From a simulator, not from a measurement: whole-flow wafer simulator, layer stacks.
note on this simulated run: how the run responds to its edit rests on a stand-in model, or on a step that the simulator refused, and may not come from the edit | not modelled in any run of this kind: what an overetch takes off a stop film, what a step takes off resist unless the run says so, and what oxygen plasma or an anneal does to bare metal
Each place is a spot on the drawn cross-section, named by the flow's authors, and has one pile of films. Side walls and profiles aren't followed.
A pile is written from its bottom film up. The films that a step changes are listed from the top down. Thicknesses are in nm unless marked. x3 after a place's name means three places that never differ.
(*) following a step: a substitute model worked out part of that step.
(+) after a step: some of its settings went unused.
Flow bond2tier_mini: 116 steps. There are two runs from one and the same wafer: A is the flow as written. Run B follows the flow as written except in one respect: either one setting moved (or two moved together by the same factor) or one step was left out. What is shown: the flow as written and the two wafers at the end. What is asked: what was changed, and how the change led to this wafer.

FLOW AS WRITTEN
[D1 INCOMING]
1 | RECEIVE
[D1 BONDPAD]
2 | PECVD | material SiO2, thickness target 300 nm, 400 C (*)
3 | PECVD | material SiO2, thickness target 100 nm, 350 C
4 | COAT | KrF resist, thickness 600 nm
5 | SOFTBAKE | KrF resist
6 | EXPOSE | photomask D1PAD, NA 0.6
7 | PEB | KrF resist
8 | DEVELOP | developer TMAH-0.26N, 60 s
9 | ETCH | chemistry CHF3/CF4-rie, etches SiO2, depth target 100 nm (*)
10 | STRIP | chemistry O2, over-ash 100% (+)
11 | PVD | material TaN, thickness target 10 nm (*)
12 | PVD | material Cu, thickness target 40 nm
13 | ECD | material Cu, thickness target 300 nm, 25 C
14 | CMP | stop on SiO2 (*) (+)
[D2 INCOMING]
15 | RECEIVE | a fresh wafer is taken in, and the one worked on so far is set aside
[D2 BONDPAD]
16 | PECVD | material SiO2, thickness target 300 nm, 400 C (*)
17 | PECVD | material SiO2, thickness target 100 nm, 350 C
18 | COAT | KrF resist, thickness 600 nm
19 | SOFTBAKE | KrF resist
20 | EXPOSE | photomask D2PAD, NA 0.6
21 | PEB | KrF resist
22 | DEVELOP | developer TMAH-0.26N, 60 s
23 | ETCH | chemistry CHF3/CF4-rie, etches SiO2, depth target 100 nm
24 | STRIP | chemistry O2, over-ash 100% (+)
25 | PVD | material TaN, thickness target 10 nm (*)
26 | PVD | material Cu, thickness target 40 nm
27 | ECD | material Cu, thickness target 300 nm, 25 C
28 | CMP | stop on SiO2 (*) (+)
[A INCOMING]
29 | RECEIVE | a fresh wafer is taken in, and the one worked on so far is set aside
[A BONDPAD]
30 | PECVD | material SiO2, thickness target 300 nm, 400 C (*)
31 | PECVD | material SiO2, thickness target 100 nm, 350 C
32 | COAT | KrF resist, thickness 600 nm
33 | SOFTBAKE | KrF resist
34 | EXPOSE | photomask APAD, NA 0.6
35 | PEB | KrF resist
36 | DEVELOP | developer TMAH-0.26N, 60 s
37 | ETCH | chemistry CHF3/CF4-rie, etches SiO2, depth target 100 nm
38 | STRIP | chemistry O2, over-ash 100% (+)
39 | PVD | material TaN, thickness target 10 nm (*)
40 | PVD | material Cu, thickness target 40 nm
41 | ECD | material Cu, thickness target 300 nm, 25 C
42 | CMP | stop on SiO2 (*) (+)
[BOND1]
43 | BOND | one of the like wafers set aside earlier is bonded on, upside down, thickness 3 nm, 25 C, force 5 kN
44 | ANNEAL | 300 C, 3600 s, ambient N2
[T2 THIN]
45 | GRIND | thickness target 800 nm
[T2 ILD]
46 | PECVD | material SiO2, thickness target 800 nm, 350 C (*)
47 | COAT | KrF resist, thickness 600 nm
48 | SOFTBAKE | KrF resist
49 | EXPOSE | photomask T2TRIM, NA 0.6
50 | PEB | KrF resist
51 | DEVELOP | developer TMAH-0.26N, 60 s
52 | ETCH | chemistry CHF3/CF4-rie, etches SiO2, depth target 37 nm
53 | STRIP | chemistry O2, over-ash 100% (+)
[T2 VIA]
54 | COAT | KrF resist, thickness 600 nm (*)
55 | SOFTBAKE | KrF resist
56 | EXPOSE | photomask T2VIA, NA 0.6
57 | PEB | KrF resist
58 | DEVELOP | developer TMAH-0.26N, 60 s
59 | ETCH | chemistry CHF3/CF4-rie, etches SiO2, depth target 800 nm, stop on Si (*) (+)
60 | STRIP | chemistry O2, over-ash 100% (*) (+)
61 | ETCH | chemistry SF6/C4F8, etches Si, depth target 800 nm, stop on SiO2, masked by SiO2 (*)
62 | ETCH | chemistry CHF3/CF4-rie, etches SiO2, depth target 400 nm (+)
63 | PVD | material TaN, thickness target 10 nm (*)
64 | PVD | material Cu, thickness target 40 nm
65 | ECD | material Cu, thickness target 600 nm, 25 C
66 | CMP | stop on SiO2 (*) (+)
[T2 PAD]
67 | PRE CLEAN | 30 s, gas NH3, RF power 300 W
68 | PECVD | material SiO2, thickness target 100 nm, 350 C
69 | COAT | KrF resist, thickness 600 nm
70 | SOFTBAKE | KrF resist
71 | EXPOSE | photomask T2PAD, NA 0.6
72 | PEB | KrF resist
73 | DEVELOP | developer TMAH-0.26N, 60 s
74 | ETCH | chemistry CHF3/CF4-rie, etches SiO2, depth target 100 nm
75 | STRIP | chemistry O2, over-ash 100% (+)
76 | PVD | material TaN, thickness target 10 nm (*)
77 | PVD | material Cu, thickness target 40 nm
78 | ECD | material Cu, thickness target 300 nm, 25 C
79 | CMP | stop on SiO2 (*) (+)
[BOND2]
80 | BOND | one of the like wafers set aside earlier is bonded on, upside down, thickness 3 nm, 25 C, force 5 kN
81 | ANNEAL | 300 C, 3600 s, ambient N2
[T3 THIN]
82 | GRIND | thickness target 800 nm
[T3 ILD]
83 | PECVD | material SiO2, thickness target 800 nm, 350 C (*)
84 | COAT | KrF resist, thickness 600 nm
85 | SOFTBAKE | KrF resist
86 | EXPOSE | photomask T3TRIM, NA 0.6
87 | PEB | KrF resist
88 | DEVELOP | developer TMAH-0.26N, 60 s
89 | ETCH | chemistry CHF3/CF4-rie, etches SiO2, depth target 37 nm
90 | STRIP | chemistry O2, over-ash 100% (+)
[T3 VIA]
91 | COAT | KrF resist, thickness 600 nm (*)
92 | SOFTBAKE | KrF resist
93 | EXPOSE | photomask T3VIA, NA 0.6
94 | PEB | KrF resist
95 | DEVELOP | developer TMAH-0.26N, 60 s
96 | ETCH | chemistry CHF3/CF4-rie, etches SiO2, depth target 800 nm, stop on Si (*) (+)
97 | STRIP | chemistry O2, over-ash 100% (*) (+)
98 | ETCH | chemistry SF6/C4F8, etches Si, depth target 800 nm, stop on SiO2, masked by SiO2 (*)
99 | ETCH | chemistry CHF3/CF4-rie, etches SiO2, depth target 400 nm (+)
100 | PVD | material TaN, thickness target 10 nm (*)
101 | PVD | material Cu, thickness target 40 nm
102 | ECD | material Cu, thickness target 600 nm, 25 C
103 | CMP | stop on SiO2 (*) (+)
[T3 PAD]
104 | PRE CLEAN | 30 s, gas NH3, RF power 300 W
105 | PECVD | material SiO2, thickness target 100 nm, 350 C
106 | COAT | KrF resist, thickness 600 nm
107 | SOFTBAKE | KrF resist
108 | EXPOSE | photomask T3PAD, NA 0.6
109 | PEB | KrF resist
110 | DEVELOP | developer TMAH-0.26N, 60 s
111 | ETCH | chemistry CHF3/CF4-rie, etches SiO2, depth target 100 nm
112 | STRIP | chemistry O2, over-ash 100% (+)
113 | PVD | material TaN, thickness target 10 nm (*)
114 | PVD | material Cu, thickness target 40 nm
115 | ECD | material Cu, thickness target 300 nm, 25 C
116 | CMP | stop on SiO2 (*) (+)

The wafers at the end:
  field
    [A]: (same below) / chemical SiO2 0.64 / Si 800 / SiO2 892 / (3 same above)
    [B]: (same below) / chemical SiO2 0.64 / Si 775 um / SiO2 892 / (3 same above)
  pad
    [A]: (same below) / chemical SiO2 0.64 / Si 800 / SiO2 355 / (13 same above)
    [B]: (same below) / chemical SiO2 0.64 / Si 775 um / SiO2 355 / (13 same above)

Cause: step 45, GRIND: thickness target 800 nm, was skipped.

Step by step, how the change led to this:
  (no step that both runs have acts differently)
